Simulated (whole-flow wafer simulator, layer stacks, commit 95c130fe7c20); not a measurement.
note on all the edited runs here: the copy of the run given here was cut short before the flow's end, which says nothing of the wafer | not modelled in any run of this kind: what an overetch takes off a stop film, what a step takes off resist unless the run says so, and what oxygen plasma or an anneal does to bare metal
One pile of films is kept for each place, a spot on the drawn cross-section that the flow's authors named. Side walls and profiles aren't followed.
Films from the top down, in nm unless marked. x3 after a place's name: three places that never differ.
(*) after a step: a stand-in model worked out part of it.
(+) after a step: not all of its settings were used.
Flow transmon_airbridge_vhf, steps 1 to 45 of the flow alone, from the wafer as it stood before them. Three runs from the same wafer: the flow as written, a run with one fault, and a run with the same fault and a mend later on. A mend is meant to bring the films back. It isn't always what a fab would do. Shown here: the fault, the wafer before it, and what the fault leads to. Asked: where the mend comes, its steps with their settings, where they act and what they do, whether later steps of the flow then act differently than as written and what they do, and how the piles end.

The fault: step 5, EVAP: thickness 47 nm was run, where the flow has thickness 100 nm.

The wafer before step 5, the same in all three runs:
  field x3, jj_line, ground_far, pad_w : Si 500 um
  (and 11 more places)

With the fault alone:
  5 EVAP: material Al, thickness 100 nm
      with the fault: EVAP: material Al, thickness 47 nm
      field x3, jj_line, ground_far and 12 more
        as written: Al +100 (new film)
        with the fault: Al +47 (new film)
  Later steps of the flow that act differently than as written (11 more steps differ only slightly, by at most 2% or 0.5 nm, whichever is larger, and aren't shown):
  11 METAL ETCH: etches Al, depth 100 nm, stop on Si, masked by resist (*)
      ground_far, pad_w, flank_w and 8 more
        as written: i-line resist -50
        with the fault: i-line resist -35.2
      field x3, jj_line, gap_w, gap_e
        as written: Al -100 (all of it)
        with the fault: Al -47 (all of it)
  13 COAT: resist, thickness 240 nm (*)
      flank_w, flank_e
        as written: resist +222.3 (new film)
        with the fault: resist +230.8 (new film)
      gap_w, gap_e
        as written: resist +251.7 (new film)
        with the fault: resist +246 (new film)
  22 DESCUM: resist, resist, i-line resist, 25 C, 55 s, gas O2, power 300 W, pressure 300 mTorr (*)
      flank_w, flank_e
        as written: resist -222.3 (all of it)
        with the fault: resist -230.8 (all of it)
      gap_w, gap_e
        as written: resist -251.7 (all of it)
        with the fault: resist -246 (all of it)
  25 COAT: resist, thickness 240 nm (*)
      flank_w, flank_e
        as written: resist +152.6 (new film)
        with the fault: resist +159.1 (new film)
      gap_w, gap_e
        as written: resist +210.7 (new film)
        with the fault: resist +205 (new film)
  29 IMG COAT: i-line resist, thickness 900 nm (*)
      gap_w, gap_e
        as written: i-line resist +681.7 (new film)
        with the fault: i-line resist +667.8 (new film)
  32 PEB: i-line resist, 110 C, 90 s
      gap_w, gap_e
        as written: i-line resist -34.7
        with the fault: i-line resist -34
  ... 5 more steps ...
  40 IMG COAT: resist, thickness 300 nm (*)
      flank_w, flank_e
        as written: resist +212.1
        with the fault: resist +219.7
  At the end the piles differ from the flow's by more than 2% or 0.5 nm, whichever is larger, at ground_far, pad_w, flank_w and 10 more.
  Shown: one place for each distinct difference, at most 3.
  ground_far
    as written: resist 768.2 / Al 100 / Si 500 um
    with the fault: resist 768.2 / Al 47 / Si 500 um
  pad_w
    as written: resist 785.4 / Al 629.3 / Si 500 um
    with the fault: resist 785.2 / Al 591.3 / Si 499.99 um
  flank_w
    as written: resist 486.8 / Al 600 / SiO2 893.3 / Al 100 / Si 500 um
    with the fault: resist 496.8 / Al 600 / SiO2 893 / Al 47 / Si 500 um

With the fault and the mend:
  The mend comes after step 10.
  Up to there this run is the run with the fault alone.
  10a STRIP: i-line resist, 80 C, 600 s (+)
      ground_far, pad_w, flank_w and 8 more
        i-line resist -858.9 (all of it)
  10b EVAP: material Al, thickness 53 nm (the flow's step 5 once more, with other settings)
      field x3, jj_line, ground_far and 12 more
        Al +53
  10c COAT: i-line resist, thickness 900 nm (the flow's step 6 once more)
      field x3, jj_line, ground_far and 12 more
        i-line resist +900 (new film)
  10d SOFTBAKE: i-line resist, 90 C, 90 s (the flow's step 7 once more)
      changes no film at any place that is followed
  10e EXPOSE: i-line resist, thickness 900 nm, photomask AB CPW, dose 155.4 mJ/cm2, NA 0.45, wavelength 365 nm (*) (the flow's step 8 once more)
      changes no film at any place that is followed
  10f PEB: i-line resist, 110 C, 60 s (the flow's step 9 once more)
      field x3, jj_line, ground_far and 12 more
        i-line resist -41
  10g DEVELOP: i-line resist, thickness 900 nm, developer developer-B, 60 s (the flow's step 10 once more)
      ground_far, pad_w, flank_w and 8 more
        i-line resist -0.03
      field x3, jj_line, gap_w, gap_e
        i-line resist -859 (all of it)
  No later step of the flow acts differently than as written at any place that is followed.
  At the end the piles are the same as the flow's at every place that both follow.
